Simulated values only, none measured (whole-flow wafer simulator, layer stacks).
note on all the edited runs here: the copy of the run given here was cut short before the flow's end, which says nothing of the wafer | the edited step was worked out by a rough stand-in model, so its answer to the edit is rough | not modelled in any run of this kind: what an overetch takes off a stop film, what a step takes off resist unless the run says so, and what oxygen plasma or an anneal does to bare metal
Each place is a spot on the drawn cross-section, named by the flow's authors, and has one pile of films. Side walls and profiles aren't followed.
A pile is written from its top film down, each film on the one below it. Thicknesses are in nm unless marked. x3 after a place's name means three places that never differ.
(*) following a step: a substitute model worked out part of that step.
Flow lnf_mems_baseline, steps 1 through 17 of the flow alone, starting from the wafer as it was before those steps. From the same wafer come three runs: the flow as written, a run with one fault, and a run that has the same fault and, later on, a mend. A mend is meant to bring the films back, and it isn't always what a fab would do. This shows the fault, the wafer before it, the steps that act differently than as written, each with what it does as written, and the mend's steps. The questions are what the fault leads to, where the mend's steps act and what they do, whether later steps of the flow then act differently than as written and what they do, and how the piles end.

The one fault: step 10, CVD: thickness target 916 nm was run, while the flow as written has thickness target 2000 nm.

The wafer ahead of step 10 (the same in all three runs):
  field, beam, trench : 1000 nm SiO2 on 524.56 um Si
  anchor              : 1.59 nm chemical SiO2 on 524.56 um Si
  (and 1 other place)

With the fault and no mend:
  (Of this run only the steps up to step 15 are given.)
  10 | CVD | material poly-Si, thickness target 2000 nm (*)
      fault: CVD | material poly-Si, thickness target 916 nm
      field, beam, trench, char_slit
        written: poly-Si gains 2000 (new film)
        fault: poly-Si gains 916 (new film)
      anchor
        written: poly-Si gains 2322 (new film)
        fault: poly-Si gains 916 (new film)
  Steps later in the flow that act otherwise than as written (1 more step, not shown, differs only slightly: by at most 2% or 0.5 nm, whichever is larger):
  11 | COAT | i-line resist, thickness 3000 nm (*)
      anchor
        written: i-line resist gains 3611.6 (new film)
        fault: i-line resist gains 3893.5 (new film)
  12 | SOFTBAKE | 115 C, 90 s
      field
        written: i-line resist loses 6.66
        fault: i-line resist loses 10.8
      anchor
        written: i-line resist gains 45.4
        fault: i-line resist gains 72.9
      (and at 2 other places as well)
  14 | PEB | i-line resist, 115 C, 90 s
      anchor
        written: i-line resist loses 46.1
        fault: i-line resist loses 51.7
  Once step 15 is done, the piles at field, anchor, beam, trench, char_slit depart from the flow's by more than 2% or 0.5 nm, whichever is larger.
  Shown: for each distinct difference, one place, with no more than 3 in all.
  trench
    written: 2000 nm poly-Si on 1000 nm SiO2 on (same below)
    fault: 916 nm poly-Si on 1000 nm SiO2 on (same below)
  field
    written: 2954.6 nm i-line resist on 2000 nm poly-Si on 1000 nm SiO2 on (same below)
    fault: 2948 nm i-line resist on 916 nm poly-Si on 1000 nm SiO2 on (same below)
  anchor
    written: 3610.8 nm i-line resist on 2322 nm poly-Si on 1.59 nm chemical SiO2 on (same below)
    fault: 3914.6 nm i-line resist on 916 nm poly-Si on 1.59 nm chemical SiO2 on (same below)

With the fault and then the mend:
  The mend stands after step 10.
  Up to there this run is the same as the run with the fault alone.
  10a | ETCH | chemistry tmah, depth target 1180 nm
      field, anchor, beam, trench, char_slit
        poly-Si loses 916 (all of it)
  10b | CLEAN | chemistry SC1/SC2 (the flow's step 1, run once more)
      leaves every film unchanged at each place that is followed
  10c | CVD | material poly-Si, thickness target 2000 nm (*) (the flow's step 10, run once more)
      field, beam, trench, char_slit
        poly-Si gains 2000 (new film)
      anchor
        poly-Si gains 2322 (new film)
  None of the later steps of the flow acts differently than as written at any place that is followed.
  The piles end the same as the flow's at every place that both follow.
